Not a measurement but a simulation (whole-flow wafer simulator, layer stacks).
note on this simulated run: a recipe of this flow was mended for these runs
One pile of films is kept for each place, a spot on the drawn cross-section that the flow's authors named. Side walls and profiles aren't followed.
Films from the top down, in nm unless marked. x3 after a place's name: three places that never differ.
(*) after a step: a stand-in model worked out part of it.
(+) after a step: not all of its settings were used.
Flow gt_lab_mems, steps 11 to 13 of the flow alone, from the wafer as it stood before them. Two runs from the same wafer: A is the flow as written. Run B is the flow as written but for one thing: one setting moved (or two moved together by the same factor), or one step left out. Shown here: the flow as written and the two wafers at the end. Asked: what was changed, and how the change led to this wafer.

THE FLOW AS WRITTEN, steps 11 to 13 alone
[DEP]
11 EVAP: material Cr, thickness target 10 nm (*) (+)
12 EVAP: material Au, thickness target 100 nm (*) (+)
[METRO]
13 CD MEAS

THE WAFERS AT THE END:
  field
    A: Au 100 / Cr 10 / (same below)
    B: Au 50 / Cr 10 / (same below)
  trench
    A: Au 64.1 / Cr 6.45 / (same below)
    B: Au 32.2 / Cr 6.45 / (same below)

The cause: step 12, EVAP: thickness target 50 nm was run, where the flow has thickness target 100 nm.
It can be read off the wafer: field has Au 50, and step 12 as written asks for 100 nm.

How the change led to this, step by step:
  12 EVAP: material Au, thickness target 100 nm (*) (+)
      field: A Au +100 (new film) | B Au +50 (new film)
      trench: A Au +64.1 (new film) | B Au +32.2 (new film)
